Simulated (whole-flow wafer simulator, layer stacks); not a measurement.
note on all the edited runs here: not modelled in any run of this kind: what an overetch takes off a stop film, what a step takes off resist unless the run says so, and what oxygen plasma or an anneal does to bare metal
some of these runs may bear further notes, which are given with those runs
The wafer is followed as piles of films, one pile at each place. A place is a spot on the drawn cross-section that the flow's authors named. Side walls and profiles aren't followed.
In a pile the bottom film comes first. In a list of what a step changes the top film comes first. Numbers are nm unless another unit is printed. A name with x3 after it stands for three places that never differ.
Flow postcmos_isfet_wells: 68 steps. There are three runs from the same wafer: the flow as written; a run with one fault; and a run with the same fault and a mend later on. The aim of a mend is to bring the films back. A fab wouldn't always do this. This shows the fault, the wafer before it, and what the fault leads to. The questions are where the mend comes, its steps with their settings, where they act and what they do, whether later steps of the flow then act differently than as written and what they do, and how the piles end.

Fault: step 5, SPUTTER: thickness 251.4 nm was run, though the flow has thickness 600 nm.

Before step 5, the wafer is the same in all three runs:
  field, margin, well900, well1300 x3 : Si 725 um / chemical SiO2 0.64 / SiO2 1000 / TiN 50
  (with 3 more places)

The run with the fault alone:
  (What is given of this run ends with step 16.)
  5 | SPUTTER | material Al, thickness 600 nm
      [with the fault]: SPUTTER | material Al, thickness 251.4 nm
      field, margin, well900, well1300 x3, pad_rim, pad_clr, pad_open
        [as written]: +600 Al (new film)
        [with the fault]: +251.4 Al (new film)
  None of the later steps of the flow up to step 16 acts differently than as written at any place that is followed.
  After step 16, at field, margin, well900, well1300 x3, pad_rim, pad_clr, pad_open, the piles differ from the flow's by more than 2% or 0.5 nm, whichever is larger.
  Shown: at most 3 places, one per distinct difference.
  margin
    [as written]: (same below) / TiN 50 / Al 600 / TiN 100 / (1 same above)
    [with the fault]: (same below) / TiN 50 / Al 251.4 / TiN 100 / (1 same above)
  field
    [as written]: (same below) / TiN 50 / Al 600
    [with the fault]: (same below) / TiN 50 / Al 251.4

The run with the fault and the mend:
  The mend follows step 5.
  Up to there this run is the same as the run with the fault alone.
  5a | ETCH | chemistry al pan, depth target 289.1 nm
      field, margin, well900, well1300 x3, pad_rim, pad_clr, pad_open
        -251.4 Al (all of it)
  5b | SPUTTER | material Al, thickness 600 nm (a further turn of the flow's step 5)
      field, margin, well900, well1300 x3, pad_rim, pad_clr, pad_open
        +600 Al (new film)
  None of the later steps of the flow acts differently than as written at any place that is followed.
  By the end, the piles equal the flow's at every place that both follow.
